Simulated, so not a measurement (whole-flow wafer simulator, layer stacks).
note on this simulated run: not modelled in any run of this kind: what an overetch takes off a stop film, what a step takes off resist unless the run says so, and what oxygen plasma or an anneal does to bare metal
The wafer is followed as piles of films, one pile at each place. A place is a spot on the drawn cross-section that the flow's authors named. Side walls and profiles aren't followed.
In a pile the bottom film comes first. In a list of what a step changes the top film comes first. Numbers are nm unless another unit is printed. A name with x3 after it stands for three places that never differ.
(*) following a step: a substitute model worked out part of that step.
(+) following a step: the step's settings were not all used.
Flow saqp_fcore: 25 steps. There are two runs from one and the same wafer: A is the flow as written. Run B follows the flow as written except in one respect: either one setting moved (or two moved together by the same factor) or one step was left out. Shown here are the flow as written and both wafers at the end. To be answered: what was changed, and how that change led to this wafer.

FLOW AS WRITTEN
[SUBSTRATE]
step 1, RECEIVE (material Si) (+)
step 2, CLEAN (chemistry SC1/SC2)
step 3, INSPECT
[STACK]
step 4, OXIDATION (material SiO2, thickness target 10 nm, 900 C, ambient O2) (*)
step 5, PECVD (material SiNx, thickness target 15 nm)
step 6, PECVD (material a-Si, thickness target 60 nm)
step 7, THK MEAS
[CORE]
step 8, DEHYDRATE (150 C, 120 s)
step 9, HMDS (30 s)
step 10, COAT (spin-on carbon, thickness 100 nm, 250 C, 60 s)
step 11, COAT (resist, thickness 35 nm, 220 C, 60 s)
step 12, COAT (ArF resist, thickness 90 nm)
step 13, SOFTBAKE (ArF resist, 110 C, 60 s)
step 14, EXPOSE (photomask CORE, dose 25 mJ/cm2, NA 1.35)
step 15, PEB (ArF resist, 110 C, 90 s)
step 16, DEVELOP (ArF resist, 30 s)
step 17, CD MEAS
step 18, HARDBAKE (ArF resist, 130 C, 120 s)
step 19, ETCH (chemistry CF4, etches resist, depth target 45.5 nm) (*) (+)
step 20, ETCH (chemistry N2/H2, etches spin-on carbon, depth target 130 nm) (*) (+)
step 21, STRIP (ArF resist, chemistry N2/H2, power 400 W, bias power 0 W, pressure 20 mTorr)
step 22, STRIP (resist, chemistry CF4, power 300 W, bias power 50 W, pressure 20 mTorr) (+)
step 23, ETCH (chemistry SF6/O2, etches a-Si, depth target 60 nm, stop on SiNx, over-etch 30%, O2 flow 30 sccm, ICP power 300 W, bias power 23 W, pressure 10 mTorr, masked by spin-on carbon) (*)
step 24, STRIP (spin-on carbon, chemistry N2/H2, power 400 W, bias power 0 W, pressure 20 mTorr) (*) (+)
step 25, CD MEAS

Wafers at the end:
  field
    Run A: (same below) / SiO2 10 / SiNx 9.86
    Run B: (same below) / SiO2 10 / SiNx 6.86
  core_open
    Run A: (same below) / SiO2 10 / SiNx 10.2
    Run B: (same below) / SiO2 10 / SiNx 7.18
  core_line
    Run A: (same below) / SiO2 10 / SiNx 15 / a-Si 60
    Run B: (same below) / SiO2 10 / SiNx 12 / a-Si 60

Cause: step 5, PECVD: thickness target 12 nm was run, though the flow has thickness target 15 nm.
The wafer lets one read it off: core_line has SiNx 12, and step 5 as written asks for 15 nm.

The path from the change to this, step by step:
  step 5, PECVD (material SiNx, thickness target 15 nm)
      field, core_open, core_line: A SiNx gains 15 (new film) | B SiNx gains 12 (new film)
